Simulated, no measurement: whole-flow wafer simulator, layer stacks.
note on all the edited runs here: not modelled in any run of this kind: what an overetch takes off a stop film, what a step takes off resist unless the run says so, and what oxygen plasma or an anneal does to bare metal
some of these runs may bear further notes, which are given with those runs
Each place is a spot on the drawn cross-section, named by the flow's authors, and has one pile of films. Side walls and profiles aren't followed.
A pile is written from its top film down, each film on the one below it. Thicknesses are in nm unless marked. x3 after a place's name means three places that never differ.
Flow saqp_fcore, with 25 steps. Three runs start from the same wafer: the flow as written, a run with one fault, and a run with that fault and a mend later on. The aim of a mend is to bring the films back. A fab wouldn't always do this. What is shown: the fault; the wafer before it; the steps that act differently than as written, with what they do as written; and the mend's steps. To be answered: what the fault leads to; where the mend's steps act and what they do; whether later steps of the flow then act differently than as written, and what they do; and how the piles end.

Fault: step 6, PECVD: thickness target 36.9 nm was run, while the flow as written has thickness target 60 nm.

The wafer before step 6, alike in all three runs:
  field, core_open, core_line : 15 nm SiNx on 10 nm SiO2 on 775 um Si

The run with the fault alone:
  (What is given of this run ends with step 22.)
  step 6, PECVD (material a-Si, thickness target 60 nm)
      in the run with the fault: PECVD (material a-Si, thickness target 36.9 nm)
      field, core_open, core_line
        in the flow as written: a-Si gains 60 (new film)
        in the run with the fault: a-Si gains 36.9 (new film)
  None of the later steps of the flow up to step 22 acts differently than as written at any place that is followed.
  The piles after step 22 differ from the flow's at field, core_open, core_line by more than 2% or 0.5 nm, whichever is larger.
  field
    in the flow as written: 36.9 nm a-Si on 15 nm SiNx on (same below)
    in the run with the fault: 13.8 nm a-Si on 15 nm SiNx on (same below)
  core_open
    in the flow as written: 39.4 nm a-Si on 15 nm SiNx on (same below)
    in the run with the fault: 16.3 nm a-Si on 15 nm SiNx on (same below)
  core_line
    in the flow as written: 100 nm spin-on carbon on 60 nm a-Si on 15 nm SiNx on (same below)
    in the run with the fault: 100 nm spin-on carbon on 36.9 nm a-Si on 15 nm SiNx on (same below)

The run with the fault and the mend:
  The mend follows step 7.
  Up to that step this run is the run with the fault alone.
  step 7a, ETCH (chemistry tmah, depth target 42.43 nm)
      field, core_open, core_line
        a-Si loses 36.9 (all of it)
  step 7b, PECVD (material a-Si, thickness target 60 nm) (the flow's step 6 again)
      field, core_open, core_line
        a-Si gains 60 (new film)
  None of the later steps of the flow acts differently than as written at any place that is followed.
  By the end, the piles equal the flow's at every place that both follow.
